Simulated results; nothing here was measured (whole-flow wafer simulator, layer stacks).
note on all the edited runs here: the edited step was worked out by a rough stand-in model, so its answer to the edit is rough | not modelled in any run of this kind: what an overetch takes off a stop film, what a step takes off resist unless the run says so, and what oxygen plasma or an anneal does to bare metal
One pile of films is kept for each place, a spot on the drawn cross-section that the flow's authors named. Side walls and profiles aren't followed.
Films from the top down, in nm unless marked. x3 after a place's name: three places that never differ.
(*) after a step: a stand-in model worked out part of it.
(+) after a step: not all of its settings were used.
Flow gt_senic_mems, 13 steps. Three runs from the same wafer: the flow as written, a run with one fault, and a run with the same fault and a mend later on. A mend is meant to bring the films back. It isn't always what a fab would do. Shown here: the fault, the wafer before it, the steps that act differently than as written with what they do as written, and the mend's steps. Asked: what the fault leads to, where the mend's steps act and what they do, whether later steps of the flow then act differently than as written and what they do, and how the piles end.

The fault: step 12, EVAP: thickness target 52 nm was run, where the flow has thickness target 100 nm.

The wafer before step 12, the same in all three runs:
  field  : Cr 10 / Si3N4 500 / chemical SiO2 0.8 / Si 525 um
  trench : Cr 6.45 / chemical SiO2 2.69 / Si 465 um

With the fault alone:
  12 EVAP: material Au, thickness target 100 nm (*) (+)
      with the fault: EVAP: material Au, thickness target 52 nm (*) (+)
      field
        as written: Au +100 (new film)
        with the fault: Au +52 (new film)
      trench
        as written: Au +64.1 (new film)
        with the fault: Au +33.5 (new film)
  No later step of the flow acts differently than as written at any place that is followed.
  At the end the piles differ from the flow's by more than 2% or 0.5 nm, whichever is larger, at field, trench.
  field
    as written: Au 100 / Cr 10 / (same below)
    with the fault: Au 52 / Cr 10 / (same below)
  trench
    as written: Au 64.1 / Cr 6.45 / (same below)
    with the fault: Au 33.5 / Cr 6.45 / (same below)

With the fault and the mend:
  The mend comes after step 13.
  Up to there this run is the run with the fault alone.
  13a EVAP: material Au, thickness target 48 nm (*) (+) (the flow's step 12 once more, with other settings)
      field
        Au +48
      trench
        Au +30.9
  No later step of the flow acts differently than as written at any place that is followed.
  At the end the piles differ from the flow's only slightly at the places that both follow, by at most 2% or 0.5 nm, whichever is larger.
